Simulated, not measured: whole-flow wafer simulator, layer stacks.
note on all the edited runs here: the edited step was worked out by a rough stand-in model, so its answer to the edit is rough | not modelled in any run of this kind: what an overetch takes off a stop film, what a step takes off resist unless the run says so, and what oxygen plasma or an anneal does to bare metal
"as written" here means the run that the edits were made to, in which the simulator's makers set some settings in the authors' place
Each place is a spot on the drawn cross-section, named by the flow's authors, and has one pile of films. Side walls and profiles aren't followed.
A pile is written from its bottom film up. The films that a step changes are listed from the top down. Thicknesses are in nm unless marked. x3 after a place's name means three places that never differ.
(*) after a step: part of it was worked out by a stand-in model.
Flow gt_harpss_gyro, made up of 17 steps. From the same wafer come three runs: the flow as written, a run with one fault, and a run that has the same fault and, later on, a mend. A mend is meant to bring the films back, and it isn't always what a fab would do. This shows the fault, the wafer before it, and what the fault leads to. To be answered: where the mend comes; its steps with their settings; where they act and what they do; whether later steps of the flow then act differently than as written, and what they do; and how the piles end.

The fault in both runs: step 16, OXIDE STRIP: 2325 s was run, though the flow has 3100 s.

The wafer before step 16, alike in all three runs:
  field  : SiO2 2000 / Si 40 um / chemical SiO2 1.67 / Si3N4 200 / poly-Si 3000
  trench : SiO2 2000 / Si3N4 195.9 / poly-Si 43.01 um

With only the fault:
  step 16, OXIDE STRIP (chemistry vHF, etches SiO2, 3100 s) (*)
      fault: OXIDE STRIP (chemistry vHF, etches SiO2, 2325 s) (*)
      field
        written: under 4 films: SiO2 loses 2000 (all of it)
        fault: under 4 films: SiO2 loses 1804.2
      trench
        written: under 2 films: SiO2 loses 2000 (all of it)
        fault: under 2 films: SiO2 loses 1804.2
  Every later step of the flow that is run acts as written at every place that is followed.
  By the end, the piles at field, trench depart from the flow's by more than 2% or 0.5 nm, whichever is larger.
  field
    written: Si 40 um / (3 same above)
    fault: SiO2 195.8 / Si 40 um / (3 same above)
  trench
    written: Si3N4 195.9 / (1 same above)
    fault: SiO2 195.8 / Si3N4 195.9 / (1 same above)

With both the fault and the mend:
  The mend stands after step 17.
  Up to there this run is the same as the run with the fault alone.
  step 17a, OXIDE STRIP (chemistry vHF, etches SiO2, 775 s) (*) (the flow's step 16, run once more with other settings)
      field
        under 4 films: SiO2 loses 195.8 (all of it)
      trench
        under 2 films: SiO2 loses 195.8 (all of it)
  Every later step of the flow that is run acts as written at every place that is followed.
  By the end, the piles equal the flow's at every place that both follow.
